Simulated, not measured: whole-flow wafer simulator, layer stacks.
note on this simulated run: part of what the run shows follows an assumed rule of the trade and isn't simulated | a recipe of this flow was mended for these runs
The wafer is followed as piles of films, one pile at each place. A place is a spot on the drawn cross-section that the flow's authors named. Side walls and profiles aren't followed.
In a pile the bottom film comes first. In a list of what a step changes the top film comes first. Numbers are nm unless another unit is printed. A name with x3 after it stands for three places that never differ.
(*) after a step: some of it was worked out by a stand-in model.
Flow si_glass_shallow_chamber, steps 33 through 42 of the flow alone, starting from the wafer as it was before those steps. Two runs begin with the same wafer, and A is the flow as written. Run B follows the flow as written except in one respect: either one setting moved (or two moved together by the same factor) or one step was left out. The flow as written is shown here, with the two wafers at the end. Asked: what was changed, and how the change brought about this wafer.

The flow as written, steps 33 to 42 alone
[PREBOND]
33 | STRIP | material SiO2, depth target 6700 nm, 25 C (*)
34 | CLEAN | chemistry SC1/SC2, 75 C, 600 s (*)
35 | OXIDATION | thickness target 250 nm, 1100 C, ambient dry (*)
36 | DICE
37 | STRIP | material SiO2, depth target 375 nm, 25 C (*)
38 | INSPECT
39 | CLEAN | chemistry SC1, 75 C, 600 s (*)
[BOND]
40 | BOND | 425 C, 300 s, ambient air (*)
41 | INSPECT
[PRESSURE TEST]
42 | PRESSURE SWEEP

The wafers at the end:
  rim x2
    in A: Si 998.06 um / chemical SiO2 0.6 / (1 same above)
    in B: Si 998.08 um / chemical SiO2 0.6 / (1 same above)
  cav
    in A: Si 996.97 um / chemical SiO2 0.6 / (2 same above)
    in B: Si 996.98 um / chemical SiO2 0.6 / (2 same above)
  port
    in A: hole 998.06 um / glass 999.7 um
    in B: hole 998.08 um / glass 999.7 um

Cause: step 35, OXIDATION: thickness target 214 nm was run, though the flow has thickness target 250 nm.

Step by step, how the change led to this:
  35 | OXIDATION | thickness target 250 nm, 1100 C, ambient dry (*)
      rim x2, cav, septum, ring: A SiO2 gains 250 (new film), chemical SiO2 loses 0.6 (all of it), Si loses 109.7 | B SiO2 gains 214 (new film), chemical SiO2 loses 0.6 (all of it), Si loses 93.9
  37 | STRIP | material SiO2, depth target 375 nm, 25 C (*)
      rim x2, cav, septum, ring: A SiO2 loses 250 (all of it) | B SiO2 loses 214 (all of it)
